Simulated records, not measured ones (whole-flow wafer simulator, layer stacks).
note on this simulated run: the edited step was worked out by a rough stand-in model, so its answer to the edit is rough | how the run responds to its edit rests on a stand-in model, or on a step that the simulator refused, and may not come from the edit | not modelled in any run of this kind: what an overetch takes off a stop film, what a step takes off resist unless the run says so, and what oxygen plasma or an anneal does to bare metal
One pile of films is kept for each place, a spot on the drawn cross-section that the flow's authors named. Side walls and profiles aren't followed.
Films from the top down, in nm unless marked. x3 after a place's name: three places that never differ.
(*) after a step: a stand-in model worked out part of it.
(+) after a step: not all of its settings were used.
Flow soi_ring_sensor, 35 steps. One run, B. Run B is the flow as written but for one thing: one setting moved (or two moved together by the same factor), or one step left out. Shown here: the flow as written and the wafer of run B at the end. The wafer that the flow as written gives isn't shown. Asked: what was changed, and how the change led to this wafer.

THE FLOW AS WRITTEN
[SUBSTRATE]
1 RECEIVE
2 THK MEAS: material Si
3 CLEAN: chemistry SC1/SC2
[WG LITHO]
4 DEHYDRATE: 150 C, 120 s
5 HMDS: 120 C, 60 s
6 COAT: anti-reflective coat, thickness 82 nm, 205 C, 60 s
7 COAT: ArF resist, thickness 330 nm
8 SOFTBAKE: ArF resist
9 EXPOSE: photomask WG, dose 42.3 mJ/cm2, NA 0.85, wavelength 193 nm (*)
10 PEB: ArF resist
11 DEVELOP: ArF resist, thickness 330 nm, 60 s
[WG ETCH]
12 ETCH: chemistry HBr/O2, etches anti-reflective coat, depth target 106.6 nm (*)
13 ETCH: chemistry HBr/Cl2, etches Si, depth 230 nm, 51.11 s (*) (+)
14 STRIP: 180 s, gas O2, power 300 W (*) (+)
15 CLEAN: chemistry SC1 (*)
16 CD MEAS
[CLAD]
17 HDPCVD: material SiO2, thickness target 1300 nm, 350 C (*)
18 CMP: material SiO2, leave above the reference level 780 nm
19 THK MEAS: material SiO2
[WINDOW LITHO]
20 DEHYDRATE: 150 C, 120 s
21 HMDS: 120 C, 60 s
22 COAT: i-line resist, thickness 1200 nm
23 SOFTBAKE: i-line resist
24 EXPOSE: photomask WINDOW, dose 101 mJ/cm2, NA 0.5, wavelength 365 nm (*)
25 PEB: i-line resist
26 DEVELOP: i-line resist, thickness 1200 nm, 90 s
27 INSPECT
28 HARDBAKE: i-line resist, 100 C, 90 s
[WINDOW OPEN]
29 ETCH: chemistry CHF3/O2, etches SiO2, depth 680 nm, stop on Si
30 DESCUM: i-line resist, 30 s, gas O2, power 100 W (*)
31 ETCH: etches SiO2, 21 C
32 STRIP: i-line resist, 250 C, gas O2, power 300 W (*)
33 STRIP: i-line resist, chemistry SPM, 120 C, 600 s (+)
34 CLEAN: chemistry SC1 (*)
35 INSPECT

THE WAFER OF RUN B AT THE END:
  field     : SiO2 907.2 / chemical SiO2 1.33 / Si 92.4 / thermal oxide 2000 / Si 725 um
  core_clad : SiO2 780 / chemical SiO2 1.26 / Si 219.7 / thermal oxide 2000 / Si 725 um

The cause: step 13, ETCH: depth 127 nm was run, where the flow has depth 230 nm; step 13, ETCH: 28.11 s was run, where the flow has 51.11 s.

How the change led to this, step by step:
  13 ETCH: chemistry HBr/Cl2, etches Si, depth 230 nm, 51.11 s (*) (+)
      gap, window, field, gap_clad: Si -127 (as written it would be: Si -220 (all of it), thermal oxide -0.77)
      core, core_clad: ArF resist -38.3 (as written it would be: ArF resist -69.7)
  14 STRIP: 180 s, gas O2, power 300 W (*) (+)
      gap, window, field, gap_clad: chemical SiO2 +1.33 (new film), Si -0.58 (as written it would be: nothing)
      core, core_clad: ArF resist -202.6 (all of it), anti-reflective coat -82 (all of it), chemical SiO2 +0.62, Si -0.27 (as written it would be: ArF resist -171.2 (all of it), anti-reflective coat -82 (all of it), chemical SiO2 +0.63, Si -0.28)
  18 CMP: material SiO2, leave above the reference level 780 nm
      gap, window, field, gap_clad: SiO2 -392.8 (as written it would be: SiO2 -298.2)
